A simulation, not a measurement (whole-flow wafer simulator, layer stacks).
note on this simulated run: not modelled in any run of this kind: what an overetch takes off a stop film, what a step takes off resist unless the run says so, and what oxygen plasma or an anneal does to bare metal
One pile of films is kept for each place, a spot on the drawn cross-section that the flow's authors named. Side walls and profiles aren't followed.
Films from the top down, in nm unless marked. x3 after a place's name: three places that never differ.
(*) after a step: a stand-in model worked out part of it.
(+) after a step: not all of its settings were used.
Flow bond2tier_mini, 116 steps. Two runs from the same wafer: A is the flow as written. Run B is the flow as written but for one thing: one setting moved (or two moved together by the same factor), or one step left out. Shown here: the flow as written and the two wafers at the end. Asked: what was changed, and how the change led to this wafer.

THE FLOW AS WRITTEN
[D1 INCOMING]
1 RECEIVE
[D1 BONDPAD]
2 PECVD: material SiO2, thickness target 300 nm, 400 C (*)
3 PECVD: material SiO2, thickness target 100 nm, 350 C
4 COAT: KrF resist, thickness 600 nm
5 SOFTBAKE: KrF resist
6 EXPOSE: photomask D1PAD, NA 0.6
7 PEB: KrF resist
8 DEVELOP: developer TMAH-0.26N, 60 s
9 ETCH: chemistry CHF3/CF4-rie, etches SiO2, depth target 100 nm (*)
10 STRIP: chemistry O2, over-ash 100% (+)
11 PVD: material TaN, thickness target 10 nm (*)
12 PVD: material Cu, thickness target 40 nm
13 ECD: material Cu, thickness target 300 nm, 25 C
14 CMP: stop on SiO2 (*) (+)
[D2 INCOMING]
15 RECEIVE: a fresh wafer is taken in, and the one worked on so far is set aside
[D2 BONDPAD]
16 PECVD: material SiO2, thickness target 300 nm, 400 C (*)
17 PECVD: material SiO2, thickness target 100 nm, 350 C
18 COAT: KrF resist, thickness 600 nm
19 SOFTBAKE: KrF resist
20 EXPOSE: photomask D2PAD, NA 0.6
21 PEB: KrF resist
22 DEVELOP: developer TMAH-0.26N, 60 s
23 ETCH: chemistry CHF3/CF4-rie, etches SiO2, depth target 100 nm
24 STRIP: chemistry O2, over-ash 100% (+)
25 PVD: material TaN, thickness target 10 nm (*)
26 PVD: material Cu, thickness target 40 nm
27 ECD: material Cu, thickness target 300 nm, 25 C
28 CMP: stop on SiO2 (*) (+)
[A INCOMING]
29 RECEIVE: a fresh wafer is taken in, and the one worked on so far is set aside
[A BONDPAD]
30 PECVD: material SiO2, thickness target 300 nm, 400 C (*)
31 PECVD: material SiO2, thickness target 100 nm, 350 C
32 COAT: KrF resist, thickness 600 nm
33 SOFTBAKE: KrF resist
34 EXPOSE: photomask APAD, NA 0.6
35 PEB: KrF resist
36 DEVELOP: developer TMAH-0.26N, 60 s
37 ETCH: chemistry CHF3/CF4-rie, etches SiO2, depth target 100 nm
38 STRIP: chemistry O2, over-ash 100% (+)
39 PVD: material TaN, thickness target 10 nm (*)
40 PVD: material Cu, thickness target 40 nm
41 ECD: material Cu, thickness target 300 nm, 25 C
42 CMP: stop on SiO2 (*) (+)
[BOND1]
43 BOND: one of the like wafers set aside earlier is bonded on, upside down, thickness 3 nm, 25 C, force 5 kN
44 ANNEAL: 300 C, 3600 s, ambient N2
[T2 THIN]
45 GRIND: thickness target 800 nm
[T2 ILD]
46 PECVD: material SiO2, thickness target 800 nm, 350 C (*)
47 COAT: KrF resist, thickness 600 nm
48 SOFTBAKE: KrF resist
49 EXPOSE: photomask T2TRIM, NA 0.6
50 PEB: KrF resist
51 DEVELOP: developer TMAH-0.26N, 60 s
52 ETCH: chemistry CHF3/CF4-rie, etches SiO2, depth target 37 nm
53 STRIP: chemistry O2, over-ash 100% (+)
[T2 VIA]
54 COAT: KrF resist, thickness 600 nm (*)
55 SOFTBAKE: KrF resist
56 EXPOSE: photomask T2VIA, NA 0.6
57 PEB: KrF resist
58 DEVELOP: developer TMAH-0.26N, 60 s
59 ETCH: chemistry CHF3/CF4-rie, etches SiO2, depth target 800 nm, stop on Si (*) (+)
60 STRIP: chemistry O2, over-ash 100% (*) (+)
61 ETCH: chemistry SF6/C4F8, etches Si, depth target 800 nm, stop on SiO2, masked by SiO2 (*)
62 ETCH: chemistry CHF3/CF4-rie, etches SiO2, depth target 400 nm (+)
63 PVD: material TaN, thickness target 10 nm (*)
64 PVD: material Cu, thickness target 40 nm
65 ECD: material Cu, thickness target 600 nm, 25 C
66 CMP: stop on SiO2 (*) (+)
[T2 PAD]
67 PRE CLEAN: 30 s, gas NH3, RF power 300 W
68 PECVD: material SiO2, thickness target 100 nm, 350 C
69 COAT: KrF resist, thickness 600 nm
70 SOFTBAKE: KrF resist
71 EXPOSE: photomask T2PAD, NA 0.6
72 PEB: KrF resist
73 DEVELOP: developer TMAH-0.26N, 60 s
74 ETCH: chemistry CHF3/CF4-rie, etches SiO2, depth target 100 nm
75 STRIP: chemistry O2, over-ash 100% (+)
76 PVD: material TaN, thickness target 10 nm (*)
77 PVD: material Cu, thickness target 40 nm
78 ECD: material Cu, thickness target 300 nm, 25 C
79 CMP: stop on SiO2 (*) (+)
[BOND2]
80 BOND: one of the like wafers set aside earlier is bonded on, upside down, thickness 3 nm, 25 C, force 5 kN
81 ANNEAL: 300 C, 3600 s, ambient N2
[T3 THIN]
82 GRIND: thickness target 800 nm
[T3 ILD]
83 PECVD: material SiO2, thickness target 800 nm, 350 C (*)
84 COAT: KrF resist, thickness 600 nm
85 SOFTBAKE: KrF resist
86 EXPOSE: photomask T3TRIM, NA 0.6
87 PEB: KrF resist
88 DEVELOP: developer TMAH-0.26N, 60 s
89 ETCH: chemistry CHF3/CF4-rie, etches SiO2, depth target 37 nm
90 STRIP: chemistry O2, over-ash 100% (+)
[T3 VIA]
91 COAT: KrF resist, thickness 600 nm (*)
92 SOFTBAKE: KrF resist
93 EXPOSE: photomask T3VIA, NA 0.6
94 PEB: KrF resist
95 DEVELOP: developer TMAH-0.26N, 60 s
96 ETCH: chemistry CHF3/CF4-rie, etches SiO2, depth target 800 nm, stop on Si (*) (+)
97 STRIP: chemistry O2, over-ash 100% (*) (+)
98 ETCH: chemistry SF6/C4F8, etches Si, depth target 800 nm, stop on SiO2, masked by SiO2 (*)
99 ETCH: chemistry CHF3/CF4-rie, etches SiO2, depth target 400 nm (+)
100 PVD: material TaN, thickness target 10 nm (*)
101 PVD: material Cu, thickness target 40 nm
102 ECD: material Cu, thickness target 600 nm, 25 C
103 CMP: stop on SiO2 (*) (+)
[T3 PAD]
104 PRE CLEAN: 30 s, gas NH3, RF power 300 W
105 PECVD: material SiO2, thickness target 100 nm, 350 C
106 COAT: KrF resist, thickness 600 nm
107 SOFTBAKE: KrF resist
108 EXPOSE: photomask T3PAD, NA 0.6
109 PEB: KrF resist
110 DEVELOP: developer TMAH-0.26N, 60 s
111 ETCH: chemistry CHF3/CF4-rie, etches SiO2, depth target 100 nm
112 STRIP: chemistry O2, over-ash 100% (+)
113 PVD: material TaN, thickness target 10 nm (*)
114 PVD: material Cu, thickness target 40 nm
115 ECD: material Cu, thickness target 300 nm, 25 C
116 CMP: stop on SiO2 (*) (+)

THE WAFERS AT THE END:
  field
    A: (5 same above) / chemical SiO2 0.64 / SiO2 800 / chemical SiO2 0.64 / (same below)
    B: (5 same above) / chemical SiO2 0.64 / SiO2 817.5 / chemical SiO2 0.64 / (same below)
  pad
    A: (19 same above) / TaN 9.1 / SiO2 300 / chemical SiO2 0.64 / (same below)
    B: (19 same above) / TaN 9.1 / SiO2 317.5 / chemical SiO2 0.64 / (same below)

The cause: step 31, PECVD: thickness target 117.5 nm was run, where the flow has thickness target 100 nm.

How the change led to this, step by step:
  31 PECVD: material SiO2, thickness target 100 nm, 350 C
      field, pad, via: A SiO2 +100 | B SiO2 +117.5
